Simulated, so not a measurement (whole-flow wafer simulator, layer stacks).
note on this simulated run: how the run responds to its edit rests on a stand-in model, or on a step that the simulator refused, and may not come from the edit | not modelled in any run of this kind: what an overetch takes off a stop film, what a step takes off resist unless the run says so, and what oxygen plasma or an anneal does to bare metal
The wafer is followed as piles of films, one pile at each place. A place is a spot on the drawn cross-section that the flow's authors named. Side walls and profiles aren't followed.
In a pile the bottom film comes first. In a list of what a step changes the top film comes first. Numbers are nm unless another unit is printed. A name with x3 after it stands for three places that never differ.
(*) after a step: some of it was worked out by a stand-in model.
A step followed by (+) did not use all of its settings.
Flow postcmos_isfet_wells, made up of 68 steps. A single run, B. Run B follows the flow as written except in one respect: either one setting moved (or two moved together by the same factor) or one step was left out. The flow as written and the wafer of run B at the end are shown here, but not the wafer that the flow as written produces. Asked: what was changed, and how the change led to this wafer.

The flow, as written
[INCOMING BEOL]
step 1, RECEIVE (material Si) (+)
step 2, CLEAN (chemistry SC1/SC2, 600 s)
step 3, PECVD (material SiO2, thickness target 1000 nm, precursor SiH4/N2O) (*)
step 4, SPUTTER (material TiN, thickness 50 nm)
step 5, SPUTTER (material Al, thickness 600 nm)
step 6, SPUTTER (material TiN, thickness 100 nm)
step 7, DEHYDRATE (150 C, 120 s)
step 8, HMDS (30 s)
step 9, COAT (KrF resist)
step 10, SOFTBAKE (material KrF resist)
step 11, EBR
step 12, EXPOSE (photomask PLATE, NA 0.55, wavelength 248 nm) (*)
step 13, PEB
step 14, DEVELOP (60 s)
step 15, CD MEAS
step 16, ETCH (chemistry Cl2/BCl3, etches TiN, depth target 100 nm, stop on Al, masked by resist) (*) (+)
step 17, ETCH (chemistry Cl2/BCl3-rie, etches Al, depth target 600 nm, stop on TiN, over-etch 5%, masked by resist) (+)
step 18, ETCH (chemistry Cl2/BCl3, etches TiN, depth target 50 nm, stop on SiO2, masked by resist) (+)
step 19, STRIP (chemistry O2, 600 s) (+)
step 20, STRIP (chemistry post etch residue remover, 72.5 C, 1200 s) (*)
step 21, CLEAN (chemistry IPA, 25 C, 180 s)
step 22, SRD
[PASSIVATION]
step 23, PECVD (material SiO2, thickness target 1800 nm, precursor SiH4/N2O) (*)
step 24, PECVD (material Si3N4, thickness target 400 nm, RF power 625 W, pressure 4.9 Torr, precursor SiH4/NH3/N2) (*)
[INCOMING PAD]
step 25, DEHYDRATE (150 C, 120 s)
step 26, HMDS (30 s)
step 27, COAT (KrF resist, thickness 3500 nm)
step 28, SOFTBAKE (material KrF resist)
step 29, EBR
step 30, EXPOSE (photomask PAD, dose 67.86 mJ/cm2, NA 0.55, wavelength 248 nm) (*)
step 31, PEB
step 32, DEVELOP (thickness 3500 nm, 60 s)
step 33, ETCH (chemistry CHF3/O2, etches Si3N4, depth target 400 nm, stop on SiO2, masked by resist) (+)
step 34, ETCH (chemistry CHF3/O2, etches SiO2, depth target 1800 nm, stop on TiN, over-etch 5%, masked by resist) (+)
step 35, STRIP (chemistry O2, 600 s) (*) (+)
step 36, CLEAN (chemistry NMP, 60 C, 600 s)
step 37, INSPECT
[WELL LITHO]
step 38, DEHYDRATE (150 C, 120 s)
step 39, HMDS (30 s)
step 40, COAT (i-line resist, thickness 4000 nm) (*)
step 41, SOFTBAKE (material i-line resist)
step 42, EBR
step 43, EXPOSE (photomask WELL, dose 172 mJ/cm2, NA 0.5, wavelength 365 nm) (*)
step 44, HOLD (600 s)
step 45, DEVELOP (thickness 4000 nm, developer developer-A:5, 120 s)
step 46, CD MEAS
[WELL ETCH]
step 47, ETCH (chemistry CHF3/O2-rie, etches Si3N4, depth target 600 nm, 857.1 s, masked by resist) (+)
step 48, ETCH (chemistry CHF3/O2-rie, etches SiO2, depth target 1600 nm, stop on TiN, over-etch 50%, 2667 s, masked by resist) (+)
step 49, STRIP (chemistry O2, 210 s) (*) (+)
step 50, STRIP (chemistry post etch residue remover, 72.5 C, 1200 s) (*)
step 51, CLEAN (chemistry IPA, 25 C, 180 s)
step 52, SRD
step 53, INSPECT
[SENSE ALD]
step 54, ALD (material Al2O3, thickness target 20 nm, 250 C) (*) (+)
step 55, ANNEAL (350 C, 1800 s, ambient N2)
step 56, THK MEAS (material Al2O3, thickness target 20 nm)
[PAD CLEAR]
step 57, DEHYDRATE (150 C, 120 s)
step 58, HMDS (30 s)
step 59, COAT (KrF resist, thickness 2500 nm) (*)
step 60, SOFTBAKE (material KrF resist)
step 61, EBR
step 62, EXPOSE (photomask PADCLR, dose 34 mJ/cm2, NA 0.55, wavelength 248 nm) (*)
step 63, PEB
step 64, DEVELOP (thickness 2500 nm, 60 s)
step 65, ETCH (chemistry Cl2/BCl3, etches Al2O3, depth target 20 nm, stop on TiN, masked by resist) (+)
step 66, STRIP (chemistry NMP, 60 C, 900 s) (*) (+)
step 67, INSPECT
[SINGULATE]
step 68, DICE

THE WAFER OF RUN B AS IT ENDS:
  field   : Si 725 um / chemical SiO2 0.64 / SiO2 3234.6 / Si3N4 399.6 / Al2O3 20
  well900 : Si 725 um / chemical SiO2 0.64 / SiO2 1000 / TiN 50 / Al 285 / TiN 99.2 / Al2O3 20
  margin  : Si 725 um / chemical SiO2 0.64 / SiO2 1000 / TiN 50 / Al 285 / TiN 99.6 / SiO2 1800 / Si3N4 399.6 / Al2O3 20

Cause: step 5, SPUTTER: thickness 285 nm was run, while the flow as written has thickness 600 nm.
One can read it off the wafer: well900 has Al 285, and step 5 as written asks for 600 nm.

Step by step, how the change led to this:
  step 5, SPUTTER (material Al, thickness 600 nm)
      field, margin, well900, well1300 x3, pad_rim, pad_clr, pad_open: +285 Al (new film) (as written it would have been: +600 Al (new film))
  step 17, ETCH (chemistry Cl2/BCl3-rie, etches Al, depth target 600 nm, stop on TiN, over-etch 5%, masked by resist) (+)
      margin, well900, well1300 x3, pad_rim, pad_clr, pad_open: -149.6 KrF resist (as written it would have been: -300 KrF resist)
      field: -285 Al (all of it) (as written it would have been: -600 Al (all of it))
  step 19, STRIP (chemistry O2, 600 s) (+)
      margin, well900, well1300 x3, pad_rim, pad_clr, pad_open: -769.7 KrF resist (all of it) (as written it would have been: -619.4 KrF resist (all of it))
  step 23, PECVD (material SiO2, thickness target 1800 nm, precursor SiH4/N2O) (*)
      field: +2234.6 SiO2 (as written it would have been: +1800 SiO2 (new film), +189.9 void (new film), +559.7 SiO2)
